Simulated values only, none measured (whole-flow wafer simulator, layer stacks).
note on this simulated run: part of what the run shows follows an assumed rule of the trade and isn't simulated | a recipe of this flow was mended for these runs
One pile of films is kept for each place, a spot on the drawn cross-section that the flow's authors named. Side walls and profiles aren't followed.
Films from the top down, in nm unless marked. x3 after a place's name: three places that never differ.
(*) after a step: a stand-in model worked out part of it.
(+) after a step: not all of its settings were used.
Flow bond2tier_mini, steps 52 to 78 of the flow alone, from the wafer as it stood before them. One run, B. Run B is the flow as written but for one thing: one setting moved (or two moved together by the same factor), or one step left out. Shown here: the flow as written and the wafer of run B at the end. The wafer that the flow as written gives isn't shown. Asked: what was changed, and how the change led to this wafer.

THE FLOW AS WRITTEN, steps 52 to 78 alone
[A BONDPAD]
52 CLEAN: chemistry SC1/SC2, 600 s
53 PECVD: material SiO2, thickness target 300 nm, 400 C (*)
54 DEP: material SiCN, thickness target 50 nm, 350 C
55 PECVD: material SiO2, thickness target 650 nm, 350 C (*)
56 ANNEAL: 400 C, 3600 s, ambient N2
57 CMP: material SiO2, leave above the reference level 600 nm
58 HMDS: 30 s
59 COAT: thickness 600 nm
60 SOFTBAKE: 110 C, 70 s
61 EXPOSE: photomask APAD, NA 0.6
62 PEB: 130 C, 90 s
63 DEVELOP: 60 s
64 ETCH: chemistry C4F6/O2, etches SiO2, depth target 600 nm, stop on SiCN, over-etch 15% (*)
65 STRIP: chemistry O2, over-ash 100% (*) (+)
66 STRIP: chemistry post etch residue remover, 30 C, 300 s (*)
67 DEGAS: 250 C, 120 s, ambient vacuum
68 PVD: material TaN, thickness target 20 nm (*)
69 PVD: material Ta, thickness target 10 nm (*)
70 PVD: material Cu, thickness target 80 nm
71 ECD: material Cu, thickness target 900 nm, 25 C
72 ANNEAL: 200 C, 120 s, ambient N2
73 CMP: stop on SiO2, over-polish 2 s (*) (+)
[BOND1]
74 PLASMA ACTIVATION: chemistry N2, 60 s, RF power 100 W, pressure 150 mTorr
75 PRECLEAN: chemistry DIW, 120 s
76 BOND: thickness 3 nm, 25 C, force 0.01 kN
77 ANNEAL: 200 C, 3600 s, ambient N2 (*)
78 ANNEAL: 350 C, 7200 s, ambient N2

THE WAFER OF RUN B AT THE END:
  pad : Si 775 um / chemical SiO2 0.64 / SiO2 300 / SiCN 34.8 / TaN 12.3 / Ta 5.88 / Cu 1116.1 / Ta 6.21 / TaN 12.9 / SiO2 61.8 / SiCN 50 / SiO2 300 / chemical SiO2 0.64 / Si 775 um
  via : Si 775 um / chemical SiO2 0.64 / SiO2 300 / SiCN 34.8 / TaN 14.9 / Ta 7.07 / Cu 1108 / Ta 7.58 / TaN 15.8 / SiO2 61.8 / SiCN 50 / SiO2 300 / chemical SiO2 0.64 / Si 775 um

The cause: step 64, ETCH: depth target 468 nm was run, where the flow has depth target 600 nm.

How the change led to this, step by step:
  64 ETCH: chemistry C4F6/O2, etches SiO2, depth target 600 nm, stop on SiCN, over-etch 15% (*)
      pad, via: SiO2 -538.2 (as written it would be: SiO2 -600 (all of it), SiCN -15.2)
      field: thick-KrF-resist -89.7 (as written it would be: thick-KrF-resist -115)
  65 STRIP: chemistry O2, over-ash 100% (*) (+)
      field: thick-KrF-resist -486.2 (all of it) (as written it would be: thick-KrF-resist -460.9 (all of it))
  68 PVD: material TaN, thickness target 20 nm (*)
      pad: TaN +12.9 (new film) (as written it would be: TaN +12.3 (new film))
      via: TaN +15.8 (new film) (as written it would be: TaN +14.9 (new film))
  69 PVD: material Ta, thickness target 10 nm (*)
      via: Ta +7.58 (new film) (as written it would be: Ta +7.07 (new film))
  70 PVD: material Cu, thickness target 80 nm
      pad: Cu +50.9 (new film) (as written it would be: Cu +48.4 (new film))
      via: Cu +62.8 (new film) (as written it would be: Cu +59 (new film))
  71 ECD: material Cu, thickness target 900 nm, 25 C
      pad: Cu +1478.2 (as written it would be: Cu +1558.7)
      via: Cu +1462 (as written it would be: Cu +1544.3)
